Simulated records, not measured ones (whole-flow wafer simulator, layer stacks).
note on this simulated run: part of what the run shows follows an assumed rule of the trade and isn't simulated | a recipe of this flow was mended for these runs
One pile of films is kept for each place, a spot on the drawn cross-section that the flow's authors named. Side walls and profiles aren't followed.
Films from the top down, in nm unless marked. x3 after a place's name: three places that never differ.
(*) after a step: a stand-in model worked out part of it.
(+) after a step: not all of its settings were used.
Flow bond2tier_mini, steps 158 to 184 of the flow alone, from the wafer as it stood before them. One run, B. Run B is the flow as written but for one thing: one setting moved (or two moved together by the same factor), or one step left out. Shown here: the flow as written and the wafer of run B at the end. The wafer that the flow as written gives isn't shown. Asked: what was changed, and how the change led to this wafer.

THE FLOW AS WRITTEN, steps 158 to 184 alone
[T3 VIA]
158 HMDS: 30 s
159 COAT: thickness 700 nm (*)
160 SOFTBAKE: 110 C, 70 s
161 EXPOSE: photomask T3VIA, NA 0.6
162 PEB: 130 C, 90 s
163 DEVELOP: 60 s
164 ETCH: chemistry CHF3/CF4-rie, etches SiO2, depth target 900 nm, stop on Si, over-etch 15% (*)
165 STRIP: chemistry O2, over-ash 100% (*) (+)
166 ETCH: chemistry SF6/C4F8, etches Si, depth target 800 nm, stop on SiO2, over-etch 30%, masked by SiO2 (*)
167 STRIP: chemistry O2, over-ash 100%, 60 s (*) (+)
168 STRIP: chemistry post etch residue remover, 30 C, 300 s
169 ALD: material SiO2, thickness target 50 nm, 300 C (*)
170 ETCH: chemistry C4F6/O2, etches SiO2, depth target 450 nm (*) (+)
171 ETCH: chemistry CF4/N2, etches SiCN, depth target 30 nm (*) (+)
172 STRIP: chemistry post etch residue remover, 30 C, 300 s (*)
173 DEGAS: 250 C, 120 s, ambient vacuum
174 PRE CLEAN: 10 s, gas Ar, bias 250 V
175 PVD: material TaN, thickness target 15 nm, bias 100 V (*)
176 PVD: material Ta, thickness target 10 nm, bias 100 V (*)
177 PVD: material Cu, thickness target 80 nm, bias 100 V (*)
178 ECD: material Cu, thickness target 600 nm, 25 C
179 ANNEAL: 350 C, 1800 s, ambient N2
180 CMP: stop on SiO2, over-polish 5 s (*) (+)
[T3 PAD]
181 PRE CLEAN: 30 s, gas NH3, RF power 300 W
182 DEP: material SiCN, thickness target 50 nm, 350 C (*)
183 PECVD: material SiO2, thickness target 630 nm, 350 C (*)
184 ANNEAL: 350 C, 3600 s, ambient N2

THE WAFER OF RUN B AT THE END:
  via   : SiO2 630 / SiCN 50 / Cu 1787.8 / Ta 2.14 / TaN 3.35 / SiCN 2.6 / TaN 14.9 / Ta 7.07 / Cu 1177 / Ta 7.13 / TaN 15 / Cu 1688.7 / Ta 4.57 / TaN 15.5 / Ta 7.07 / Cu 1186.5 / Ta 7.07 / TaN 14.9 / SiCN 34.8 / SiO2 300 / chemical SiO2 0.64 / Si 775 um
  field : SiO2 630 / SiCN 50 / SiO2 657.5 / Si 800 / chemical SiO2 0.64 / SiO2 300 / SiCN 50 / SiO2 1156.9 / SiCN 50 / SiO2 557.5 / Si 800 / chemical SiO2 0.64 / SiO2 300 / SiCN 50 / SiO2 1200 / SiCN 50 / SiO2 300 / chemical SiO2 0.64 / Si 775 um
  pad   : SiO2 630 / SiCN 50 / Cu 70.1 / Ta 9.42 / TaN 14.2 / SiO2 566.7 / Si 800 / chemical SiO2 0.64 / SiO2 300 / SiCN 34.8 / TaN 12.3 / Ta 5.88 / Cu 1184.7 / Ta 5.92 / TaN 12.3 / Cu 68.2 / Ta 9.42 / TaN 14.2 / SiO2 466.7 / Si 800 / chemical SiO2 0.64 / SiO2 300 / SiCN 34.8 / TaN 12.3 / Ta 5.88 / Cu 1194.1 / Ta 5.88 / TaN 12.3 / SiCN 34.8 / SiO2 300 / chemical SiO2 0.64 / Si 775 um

The cause: step 169, ALD: thickness target 150 nm was run, where the flow has thickness target 50 nm.

How the change led to this, step by step:
  169 ALD: material SiO2, thickness target 50 nm, 300 C (*)
      field, pad, via: SiO2 +150 (as written it would be: SiO2 +50)
  170 ETCH: chemistry C4F6/O2, etches SiO2, depth target 450 nm (*) (+)
      via: SiO2 -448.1 (all of it), SiCN -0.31 (as written it would be: SiO2 -348.1 (all of it), SiCN -17.2)
  171 ETCH: chemistry CF4/N2, etches SiCN, depth target 30 nm (*) (+)
      via: SiCN -30 (as written it would be: SiCN -17.6 (all of it), TaN -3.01)
  174 PRE CLEAN: 10 s, gas Ar, bias 250 V
      via: SiCN -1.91 (as written it would be: TaN -3.19)
  175 PVD: material TaN, thickness target 15 nm, bias 100 V (*)
      via: TaN +3.35 (new film) (as written it would be: TaN +6.94)
  176 PVD: material Ta, thickness target 10 nm, bias 100 V (*)
      via: Ta +2.14 (new film) (as written it would be: Ta +4.57 (new film))
  177 PVD: material Cu, thickness target 80 nm, bias 100 V (*)
      via: Cu +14 (new film) (as written it would be: Cu +35 (new film))
  178 ECD: material Cu, thickness target 600 nm, 25 C
      via: Cu +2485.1 (as written it would be: Cu +2367)
Counting metal films that touch as one body, via has 2 bodies (between them, from the top down: SiCN 2.6); the flow as written gives 1 body.
